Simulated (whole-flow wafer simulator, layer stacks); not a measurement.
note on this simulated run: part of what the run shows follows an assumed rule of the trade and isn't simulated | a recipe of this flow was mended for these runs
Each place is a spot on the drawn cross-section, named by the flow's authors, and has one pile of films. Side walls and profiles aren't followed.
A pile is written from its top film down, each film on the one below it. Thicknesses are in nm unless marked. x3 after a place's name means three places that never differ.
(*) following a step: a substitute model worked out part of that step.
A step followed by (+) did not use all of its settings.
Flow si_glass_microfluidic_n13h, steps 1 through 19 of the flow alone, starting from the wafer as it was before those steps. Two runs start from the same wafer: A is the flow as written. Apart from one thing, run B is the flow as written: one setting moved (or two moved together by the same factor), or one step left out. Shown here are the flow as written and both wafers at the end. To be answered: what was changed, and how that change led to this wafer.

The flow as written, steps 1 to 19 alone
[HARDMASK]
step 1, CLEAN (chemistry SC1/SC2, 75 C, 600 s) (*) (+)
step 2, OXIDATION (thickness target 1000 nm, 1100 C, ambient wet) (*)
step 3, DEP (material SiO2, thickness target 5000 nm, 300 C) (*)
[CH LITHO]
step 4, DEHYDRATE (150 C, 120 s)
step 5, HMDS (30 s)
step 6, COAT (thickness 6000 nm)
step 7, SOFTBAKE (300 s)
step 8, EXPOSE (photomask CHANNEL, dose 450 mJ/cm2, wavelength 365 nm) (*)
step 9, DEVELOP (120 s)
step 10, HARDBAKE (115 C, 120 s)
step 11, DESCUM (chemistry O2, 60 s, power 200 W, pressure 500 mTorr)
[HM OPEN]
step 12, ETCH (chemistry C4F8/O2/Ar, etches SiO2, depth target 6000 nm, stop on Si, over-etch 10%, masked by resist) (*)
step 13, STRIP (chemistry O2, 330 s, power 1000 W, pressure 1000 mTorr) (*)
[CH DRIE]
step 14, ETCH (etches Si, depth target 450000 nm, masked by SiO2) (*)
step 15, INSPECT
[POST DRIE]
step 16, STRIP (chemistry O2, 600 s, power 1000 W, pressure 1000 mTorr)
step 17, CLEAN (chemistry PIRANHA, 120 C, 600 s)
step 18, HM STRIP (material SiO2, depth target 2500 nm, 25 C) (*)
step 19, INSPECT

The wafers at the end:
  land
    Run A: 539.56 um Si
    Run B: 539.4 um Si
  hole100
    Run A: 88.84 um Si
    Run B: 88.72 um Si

What caused this: step 2, OXIDATION: thickness target 1360 nm was run, whereas the flow has thickness target 1000 nm.

How this came from the change, step by step:
  step 2, OXIDATION (thickness target 1000 nm, 1100 C, ambient wet) (*)
      land, hole100: A SiO2 gains 1000 (new film), chemical SiO2 loses 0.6 (all of it), Si loses 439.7 | B SiO2 gains 1360 (new film), chemical SiO2 loses 0.6 (all of it), Si loses 598.1
  step 12, ETCH (chemistry C4F8/O2/Ar, etches SiO2, depth target 6000 nm, stop on Si, over-etch 10%, masked by resist) (*)
      hole100: A SiO2 loses 6000 (all of it), Si loses 75 | B SiO2 loses 6360 (all of it), Si loses 30
  step 18, HM STRIP (material SiO2, depth target 2500 nm, 25 C) (*)
      land: A SiO2 loses 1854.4 (all of it) | B SiO2 loses 2213.5 (all of it)
